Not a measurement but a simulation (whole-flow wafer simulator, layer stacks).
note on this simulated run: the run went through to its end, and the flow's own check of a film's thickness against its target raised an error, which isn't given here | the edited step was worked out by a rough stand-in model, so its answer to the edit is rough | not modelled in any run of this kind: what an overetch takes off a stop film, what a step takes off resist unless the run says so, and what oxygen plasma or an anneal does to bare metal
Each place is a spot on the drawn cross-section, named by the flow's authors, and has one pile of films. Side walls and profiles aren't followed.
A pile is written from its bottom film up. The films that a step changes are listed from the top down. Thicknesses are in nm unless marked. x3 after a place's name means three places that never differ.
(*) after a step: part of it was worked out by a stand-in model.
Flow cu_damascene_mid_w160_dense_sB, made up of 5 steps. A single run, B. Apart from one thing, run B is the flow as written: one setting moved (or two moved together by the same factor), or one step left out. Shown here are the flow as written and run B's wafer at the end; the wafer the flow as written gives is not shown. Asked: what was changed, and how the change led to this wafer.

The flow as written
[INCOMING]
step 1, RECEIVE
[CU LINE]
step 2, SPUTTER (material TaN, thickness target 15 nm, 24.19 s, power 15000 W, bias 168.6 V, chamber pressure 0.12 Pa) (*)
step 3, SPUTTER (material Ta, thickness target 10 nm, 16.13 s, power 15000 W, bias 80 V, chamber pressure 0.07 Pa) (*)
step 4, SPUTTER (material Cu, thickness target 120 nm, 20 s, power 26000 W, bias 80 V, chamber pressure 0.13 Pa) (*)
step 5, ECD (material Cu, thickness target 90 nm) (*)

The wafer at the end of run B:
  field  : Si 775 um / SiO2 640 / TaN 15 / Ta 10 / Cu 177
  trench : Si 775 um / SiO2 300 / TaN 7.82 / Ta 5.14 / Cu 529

What caused this: step 5, ECD: thickness target 57 nm was run, while the flow as written has thickness target 90 nm.

Step by step, how the change led to this:
  step 5, ECD (material Cu, thickness target 90 nm) (*)
      field: +57 Cu (in the flow as written it would be: +90 Cu)
      trench: +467 Cu (in the flow as written it would be: +500 Cu)
